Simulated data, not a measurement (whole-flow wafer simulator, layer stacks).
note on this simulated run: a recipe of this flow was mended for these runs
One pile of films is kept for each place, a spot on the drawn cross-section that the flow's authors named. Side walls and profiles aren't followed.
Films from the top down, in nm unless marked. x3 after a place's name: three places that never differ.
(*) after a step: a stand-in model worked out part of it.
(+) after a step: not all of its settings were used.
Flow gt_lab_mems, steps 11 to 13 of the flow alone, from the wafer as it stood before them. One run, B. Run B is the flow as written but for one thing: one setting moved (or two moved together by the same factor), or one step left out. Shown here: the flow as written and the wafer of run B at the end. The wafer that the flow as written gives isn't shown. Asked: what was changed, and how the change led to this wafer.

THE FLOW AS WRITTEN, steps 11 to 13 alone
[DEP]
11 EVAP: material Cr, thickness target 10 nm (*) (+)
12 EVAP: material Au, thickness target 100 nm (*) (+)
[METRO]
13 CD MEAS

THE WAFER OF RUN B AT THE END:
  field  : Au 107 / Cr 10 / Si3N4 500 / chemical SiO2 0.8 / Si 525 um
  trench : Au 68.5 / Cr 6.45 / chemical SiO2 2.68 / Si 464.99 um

The cause: step 12, EVAP: thickness target 107 nm was run, where the flow has thickness target 100 nm.
It can be read off the wafer: field has Au 107, and step 12 as written asks for 100 nm.

How the change led to this, step by step:
  12 EVAP: material Au, thickness target 100 nm (*) (+)
      field: Au +107 (new film) (as written it would be: Au +100 (new film))
      trench: Au +68.5 (new film) (as written it would be: Au +64.1 (new film))
